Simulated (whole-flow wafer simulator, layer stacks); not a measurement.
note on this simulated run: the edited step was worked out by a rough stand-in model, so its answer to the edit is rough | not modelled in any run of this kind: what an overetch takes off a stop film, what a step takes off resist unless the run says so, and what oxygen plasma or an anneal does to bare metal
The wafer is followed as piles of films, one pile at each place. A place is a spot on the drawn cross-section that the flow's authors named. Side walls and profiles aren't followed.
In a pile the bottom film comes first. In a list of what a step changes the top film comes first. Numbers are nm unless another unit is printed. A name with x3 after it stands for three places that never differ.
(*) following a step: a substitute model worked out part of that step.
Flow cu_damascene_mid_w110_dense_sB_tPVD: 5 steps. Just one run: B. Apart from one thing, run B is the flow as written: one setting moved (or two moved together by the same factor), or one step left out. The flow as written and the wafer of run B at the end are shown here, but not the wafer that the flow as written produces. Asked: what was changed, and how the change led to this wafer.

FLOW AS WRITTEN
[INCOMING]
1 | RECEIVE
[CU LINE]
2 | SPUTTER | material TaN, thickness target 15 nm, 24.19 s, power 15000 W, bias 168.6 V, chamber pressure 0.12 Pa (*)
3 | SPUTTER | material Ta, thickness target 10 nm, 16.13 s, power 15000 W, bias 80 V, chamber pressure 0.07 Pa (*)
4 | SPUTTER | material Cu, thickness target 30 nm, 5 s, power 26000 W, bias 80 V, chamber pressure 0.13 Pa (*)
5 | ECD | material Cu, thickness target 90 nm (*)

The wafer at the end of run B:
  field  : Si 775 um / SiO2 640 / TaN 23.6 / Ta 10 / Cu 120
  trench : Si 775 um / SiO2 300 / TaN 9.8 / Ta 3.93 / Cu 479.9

What caused this: step 2, SPUTTER: thickness target 23.6 nm was run, whereas the flow has thickness target 15 nm; step 2, SPUTTER: 38.1 s was run, where the flow has 24.19 s.
The wafer itself shows it: field has TaN 23.6, and step 2 as written asks for 15 nm.

Step by step, how the change led to this:
  2 | SPUTTER | material TaN, thickness target 15 nm, 24.19 s, power 15000 W, bias 168.6 V, chamber pressure 0.12 Pa (*)
      field: +23.6 TaN (new film) (as written it would have been: +15 TaN (new film))
      trench: +9.8 TaN (new film) (as written it would have been: +6.23 TaN (new film))
